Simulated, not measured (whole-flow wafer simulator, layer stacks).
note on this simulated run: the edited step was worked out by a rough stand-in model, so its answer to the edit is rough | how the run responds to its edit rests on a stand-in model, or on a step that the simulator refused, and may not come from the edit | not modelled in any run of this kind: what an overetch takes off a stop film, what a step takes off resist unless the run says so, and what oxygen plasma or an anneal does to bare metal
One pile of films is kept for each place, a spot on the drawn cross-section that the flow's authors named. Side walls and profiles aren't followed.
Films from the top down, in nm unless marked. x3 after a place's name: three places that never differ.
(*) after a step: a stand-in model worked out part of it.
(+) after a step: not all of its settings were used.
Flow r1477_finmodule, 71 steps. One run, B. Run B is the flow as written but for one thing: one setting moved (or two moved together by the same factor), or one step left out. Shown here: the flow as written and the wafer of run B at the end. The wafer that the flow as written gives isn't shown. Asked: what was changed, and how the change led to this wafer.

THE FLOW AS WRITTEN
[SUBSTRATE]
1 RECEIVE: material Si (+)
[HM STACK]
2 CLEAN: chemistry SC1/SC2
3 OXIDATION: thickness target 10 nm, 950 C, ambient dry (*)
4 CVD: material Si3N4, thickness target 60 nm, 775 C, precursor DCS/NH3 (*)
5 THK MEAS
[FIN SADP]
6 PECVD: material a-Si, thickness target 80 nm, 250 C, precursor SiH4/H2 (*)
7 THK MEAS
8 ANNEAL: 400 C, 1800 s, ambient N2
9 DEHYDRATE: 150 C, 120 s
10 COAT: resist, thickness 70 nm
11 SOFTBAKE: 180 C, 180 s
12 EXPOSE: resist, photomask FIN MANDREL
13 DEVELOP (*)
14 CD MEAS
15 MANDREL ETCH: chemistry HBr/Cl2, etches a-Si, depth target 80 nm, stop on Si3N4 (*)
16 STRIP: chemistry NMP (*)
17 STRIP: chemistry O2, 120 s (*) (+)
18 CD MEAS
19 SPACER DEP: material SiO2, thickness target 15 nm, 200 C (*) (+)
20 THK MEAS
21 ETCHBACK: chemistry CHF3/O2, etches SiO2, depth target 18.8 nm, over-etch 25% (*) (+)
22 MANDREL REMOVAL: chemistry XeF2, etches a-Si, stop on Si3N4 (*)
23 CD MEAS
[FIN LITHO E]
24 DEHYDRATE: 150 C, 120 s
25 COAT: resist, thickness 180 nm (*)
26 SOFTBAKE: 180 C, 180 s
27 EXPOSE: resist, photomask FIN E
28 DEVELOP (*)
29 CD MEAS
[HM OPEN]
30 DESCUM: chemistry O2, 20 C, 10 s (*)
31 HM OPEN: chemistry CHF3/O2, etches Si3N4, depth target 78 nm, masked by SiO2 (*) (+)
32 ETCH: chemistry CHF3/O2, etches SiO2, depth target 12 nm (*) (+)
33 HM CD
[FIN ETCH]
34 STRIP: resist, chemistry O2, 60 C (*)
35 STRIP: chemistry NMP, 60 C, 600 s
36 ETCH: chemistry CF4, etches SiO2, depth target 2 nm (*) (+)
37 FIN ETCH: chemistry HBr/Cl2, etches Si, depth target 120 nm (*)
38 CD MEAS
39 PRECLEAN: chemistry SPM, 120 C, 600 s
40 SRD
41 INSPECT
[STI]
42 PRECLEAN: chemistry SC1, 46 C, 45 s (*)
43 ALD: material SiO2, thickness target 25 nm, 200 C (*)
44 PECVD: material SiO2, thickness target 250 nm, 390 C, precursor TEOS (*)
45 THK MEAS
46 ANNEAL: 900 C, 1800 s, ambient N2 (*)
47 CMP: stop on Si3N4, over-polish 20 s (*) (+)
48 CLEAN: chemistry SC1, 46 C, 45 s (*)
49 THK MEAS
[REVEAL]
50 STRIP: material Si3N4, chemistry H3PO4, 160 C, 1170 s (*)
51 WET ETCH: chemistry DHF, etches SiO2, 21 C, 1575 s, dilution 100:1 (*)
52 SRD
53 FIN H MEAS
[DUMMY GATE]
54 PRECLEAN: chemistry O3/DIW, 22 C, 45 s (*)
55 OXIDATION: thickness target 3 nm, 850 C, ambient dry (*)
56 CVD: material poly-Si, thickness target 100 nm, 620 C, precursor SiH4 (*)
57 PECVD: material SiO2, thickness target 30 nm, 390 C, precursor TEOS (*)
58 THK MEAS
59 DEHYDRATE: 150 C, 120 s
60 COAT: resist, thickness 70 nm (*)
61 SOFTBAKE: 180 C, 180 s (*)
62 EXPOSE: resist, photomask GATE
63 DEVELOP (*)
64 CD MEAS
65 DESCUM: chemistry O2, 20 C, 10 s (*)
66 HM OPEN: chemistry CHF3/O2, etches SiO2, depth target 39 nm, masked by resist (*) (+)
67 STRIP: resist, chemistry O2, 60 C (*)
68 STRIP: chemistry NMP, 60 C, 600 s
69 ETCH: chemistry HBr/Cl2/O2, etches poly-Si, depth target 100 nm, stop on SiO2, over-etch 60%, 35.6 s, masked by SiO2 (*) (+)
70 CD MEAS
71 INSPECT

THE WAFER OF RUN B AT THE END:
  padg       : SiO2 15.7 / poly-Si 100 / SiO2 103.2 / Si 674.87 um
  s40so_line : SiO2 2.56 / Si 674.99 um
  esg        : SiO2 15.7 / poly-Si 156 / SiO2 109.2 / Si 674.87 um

The cause: step 57, PECVD: thickness target 21 nm was run, where the flow has thickness target 30 nm.

How the change led to this, step by step:
  57 PECVD: material SiO2, thickness target 30 nm, 390 C, precursor TEOS (*)
      pad, padg, elg and 33 more: SiO2 +21 (new film) (as written it would be: SiO2 +30 (new film))
  66 HM OPEN: chemistry CHF3/O2, etches SiO2, depth target 39 nm, masked by resist (*) (+)
      pad, elo, eso and 15 more: SiO2 -21 (all of it), poly-Si -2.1 (as written it would be: SiO2 -30 (all of it), poly-Si -1.8)
      padg, elg, esg and 15 more: resist -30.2 (as written it would be: resist -37.4)
  67 STRIP: resist, chemistry O2, 60 C (*)
      padg, elg, esg: resist -23.1 (all of it) (as written it would be: resist -15.9 (all of it))
      e100lg, e200lg: resist -20 (all of it) (as written it would be: resist -12.8 (all of it))
      (and at 13 more places)
